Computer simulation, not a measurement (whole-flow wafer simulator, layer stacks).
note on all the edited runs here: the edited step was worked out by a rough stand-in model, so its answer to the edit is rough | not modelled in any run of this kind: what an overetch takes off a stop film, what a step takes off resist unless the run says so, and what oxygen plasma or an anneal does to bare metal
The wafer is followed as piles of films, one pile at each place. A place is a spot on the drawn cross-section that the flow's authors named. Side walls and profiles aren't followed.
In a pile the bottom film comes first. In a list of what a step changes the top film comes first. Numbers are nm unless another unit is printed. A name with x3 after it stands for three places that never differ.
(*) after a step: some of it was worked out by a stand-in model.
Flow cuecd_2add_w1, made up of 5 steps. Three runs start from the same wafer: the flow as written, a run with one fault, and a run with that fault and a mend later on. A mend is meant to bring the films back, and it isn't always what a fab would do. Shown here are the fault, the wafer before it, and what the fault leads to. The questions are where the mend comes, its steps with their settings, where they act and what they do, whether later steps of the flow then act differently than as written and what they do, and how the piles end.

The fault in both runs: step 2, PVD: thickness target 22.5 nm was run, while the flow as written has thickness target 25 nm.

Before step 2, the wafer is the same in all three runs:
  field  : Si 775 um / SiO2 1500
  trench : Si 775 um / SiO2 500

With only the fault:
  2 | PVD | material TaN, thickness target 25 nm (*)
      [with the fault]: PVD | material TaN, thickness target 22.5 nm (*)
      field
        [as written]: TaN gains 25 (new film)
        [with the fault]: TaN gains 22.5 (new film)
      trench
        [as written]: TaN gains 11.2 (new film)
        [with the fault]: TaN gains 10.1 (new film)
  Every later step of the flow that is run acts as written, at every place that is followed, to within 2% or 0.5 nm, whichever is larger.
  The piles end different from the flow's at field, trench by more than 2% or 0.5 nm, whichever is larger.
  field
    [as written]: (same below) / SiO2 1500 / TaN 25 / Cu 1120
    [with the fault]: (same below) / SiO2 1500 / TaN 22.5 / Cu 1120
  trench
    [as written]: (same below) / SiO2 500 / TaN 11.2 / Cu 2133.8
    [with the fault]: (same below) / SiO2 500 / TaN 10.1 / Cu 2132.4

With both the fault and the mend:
  The mend follows step 2.
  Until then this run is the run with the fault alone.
  2a | PVD | material TaN, thickness target 2.5 nm (*) (a further turn of the flow's step 2, with different settings)
      field
        TaN gains 2.5
      trench
        TaN gains 1.1
  Every later step of the flow that is run acts as written at every place that is followed.
  At every place that both follow, the piles at the end match the flow's.
